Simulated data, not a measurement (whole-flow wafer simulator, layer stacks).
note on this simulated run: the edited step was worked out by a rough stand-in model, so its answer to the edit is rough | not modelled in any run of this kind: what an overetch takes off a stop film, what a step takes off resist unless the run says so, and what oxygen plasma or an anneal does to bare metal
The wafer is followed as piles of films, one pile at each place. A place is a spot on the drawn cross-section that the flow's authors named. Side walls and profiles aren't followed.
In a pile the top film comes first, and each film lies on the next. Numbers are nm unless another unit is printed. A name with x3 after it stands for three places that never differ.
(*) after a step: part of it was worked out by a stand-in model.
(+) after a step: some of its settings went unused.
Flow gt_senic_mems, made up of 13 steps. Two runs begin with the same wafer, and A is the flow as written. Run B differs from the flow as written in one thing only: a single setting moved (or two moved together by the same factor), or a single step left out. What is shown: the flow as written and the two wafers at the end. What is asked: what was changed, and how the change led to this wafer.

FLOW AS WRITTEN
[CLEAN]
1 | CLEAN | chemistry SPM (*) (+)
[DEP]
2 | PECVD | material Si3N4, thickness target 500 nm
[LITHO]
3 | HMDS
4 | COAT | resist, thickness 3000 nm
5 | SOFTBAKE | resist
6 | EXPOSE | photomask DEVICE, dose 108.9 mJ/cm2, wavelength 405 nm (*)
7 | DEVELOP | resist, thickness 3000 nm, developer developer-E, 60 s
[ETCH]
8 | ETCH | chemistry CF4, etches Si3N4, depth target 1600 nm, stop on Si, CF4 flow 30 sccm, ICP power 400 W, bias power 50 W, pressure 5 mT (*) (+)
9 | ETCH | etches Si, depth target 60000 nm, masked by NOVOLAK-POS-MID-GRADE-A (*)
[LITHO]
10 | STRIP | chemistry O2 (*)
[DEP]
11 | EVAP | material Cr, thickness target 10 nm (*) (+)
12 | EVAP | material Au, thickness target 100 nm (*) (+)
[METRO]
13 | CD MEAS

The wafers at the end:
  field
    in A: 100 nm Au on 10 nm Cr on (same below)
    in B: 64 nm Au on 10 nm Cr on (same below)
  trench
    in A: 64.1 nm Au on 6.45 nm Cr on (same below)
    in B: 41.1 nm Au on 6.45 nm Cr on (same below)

Cause: step 12, EVAP: thickness target 64 nm was run, though the flow has thickness target 100 nm.
The wafer itself shows it: field has Au 64, and step 12 as written asks for 100 nm.

The path from the change to this, step by step:
  12 | EVAP | material Au, thickness target 100 nm (*) (+)
      field: A Au gains 100 (new film) | B Au gains 64 (new film)
      trench: A Au gains 64.1 (new film) | B Au gains 41.1 (new film)
